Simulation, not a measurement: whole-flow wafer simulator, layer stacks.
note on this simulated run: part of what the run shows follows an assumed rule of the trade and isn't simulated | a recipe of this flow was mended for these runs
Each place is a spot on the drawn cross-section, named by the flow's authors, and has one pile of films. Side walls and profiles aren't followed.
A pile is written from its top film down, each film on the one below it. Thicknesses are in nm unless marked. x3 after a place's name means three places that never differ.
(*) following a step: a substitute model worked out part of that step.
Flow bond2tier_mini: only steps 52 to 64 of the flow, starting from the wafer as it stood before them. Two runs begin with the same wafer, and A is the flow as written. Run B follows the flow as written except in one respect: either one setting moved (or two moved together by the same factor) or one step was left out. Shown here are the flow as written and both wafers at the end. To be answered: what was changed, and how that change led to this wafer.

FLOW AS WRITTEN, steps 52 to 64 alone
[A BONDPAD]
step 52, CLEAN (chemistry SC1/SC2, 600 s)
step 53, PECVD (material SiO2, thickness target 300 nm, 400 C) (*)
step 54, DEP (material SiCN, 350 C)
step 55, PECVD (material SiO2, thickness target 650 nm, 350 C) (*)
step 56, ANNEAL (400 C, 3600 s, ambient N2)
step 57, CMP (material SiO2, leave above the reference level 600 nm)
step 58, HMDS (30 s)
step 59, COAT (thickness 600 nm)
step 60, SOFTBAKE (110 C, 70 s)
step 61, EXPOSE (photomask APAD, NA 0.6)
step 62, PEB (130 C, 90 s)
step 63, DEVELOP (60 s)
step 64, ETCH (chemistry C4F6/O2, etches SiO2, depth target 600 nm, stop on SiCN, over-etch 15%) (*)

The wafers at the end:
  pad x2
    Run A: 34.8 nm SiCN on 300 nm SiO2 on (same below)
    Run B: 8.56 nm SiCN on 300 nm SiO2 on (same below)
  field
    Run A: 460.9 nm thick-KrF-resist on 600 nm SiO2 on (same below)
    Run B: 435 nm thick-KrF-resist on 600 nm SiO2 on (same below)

Cause: step 64, ETCH: depth target 735.4 nm was run, whereas the flow has depth target 600 nm.

The path from the change to this, step by step:
  step 64, ETCH (chemistry C4F6/O2, etches SiO2, depth target 600 nm, stop on SiCN, over-etch 15%) (*)
      pad x2: A -600 SiO2 (all of it), -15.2 SiCN | B -600 SiO2 (all of it), -41.4 SiCN
      field: A -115 thick-KrF-resist | B -141 thick-KrF-resist
